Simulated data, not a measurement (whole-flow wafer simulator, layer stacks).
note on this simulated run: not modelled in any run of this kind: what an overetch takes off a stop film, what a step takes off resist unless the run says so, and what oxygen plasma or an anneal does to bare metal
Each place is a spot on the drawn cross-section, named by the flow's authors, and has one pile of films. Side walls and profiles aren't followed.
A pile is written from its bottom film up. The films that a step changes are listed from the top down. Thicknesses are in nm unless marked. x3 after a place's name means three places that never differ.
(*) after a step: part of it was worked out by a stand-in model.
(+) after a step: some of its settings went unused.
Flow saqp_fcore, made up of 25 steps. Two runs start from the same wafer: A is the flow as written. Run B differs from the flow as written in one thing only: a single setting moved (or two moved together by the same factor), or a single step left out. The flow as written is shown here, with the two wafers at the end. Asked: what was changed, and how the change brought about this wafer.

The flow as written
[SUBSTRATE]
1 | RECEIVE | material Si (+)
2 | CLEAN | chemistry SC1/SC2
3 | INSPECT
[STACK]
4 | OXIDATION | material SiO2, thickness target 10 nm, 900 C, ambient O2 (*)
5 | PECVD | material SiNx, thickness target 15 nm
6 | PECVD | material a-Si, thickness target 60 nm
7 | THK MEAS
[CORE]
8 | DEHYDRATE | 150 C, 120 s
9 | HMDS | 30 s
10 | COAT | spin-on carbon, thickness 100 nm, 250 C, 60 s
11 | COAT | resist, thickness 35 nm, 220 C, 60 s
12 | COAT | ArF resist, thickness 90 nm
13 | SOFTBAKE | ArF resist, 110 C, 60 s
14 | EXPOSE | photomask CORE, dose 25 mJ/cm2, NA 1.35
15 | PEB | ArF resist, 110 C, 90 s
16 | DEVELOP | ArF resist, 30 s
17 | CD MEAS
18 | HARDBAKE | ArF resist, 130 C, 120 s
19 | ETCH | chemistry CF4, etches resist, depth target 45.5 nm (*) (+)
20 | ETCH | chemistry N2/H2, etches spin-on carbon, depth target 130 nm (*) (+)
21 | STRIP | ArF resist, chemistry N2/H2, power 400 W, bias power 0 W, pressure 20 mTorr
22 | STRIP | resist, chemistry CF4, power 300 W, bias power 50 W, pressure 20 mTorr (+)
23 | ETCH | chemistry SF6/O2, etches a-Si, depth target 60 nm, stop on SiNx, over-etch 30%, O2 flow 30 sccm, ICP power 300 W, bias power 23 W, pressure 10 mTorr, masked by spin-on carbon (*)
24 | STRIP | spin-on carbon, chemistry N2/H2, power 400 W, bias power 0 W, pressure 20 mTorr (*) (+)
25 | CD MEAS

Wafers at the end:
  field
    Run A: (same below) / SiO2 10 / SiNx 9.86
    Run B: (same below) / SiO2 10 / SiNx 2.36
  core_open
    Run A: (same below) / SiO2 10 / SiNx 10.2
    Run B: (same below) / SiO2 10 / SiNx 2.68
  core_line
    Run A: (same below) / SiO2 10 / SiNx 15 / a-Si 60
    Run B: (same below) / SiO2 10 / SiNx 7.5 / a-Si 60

What caused this: step 5, PECVD: thickness target 7.5 nm was run, though the flow has thickness target 15 nm.
The wafer itself shows it: core_line has SiNx 7.5, and step 5 as written asks for 15 nm.

How this came from the change, step by step:
  5 | PECVD | material SiNx, thickness target 15 nm
      field, core_open, core_line: A SiNx gains 15 (new film) | B SiNx gains 7.5 (new film)
